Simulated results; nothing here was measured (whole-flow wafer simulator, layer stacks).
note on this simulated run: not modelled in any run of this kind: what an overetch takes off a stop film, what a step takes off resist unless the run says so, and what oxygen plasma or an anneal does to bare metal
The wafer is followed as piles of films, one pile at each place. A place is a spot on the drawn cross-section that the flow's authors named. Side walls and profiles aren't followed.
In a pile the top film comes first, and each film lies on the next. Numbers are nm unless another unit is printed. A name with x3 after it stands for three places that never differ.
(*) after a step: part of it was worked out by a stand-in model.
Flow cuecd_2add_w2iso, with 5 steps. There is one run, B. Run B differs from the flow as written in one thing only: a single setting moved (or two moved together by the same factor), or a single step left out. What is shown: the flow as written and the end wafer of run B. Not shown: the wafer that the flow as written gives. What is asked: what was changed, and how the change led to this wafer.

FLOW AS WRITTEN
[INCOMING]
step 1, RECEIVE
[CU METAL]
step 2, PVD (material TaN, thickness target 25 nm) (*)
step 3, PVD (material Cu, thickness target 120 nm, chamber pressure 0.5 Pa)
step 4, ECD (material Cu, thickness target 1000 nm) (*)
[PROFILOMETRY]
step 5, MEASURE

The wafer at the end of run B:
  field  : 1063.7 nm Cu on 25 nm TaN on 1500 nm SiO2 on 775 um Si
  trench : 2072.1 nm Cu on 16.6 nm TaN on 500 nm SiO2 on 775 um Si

What caused this: step 3, PVD: thickness target 63.7 nm was run, while the flow as written has thickness target 120 nm.

Step by step, how the change led to this:
  step 3, PVD (material Cu, thickness target 120 nm, chamber pressure 0.5 Pa)
      field: +63.7 Cu (new film) (as written it would have been: +120 Cu (new film))
      trench: +43.1 Cu (new film) (as written it would have been: +80.8 Cu (new film))
